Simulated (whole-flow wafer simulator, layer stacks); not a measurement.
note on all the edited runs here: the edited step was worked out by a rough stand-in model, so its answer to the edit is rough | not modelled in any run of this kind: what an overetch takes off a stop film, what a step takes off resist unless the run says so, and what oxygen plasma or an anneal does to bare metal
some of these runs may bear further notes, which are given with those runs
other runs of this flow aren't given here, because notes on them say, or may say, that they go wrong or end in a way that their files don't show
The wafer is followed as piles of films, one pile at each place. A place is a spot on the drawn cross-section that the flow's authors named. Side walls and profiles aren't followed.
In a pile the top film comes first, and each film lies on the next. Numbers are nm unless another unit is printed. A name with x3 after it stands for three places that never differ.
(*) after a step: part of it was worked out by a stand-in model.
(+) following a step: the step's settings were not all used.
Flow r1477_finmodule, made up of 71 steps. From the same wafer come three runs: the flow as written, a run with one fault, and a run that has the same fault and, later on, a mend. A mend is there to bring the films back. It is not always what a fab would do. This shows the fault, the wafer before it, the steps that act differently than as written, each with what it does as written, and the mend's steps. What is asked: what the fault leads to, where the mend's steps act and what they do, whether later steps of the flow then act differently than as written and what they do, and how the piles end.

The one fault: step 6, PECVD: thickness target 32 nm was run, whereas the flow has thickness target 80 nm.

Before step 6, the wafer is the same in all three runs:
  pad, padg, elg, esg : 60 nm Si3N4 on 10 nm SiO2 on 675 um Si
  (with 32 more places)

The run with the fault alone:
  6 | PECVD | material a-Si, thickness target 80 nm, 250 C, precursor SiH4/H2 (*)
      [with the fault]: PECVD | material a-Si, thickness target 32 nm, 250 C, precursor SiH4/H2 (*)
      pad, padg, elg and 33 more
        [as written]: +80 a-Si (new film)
        [with the fault]: +32 a-Si (new film)
  Steps further on in the flow that do not act as written (2 other steps are not shown; they differ only slightly, by no more than 2% or 0.5 nm, whichever is larger):
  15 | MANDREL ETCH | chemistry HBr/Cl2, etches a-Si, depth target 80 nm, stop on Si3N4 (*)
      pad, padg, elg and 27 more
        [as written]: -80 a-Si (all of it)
        [with the fault]: -32 a-Si (all of it)
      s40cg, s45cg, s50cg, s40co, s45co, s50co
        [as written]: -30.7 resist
        [with the fault]: -18.4 resist
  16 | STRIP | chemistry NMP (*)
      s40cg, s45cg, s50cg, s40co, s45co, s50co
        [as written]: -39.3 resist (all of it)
        [with the fault]: -51.6 resist (all of it)
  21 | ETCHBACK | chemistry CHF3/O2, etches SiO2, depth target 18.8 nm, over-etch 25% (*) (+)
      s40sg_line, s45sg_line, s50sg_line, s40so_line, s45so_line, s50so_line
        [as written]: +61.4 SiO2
        [with the fault]: +13.4 SiO2
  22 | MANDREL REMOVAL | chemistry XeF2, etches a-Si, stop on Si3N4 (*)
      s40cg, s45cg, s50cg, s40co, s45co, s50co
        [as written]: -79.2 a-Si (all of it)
        [with the fault]: -31.2 a-Si (all of it)
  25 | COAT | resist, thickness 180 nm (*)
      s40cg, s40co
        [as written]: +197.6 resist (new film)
        [with the fault]: +185.6 resist (new film)
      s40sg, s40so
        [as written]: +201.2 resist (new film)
        [with the fault]: +189.2 resist (new film)
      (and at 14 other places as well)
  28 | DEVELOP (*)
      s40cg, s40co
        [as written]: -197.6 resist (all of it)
        [with the fault]: -185.6 resist (all of it)
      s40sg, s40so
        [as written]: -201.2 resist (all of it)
        [with the fault]: -189.2 resist (all of it)
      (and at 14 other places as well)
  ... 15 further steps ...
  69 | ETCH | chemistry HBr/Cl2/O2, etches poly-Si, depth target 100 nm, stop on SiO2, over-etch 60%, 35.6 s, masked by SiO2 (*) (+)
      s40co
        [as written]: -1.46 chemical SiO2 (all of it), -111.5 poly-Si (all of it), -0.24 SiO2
        [with the fault]: -1.48 chemical SiO2 (all of it), -157.5 poly-Si (all of it)
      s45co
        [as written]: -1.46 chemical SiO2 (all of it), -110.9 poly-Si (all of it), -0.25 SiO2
        [with the fault]: -1.48 chemical SiO2 (all of it), -157.5 poly-Si (all of it)
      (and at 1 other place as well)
  At pad, padg, elg and 33 more, the piles at the end differ from the flow's by more than 2% or 0.5 nm, whichever is larger.
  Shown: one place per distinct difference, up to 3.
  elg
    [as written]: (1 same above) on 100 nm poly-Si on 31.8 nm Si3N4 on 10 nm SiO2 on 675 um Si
    [with the fault]: (1 same above) on 100 nm poly-Si on 3 nm SiO2 on 674.99 um Si
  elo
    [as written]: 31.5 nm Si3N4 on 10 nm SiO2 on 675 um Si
    [with the fault]: 2.58 nm SiO2 on 674.99 um Si
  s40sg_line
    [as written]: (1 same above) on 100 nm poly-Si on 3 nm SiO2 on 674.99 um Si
    [with the fault]: (1 same above) on 100 nm poly-Si on 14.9 nm Si3N4 on 10 nm SiO2 on 675 um Si

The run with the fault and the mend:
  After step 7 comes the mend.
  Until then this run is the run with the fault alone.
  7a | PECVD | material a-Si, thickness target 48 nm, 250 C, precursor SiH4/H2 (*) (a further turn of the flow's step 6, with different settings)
      pad, padg, elg and 33 more
        +48 a-Si
  Later steps of the flow that are run all act as written at every place that is followed.
  At every place that both follow, the piles at the end match the flow's.
